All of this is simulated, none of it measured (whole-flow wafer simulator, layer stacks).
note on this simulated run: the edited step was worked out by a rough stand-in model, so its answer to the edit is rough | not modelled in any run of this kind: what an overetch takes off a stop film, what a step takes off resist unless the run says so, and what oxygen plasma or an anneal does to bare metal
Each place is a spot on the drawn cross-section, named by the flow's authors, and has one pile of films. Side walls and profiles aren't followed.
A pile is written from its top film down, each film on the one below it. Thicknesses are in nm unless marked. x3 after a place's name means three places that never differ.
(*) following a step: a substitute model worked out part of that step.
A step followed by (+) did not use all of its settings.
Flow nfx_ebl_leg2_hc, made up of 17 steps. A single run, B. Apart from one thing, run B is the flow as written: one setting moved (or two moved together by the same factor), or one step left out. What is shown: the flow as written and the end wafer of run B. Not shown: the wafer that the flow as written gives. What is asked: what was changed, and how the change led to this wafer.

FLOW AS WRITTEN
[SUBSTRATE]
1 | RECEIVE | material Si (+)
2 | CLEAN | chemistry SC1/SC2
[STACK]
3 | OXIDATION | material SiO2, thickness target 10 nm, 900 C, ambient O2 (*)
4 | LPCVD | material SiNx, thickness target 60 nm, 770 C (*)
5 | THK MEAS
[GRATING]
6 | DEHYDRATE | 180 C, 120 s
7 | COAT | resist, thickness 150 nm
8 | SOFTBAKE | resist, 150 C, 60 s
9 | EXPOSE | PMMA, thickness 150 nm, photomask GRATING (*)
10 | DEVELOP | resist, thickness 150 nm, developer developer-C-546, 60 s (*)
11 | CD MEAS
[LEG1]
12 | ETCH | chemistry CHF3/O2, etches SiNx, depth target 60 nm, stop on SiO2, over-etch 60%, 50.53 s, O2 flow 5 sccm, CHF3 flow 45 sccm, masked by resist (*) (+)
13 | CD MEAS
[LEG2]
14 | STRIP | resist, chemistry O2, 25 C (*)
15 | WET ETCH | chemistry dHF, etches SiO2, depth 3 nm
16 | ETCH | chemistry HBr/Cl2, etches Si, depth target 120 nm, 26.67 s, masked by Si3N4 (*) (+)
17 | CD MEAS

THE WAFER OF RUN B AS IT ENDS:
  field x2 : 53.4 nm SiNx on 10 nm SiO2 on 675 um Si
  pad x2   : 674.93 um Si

Cause: step 16, ETCH: depth target 69 nm was run, whereas the flow has depth target 120 nm; step 16, ETCH: 15.33 s was run, where the flow has 26.67 s.

Step by step, how the change led to this:
  16 | ETCH | chemistry HBr/Cl2, etches Si, depth target 120 nm, 26.67 s, masked by Si3N4 (*) (+)
      field x2: -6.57 SiNx (as written it would have been: -11.4 SiNx)
      pad x2: -69 Si (as written it would have been: -120 Si)
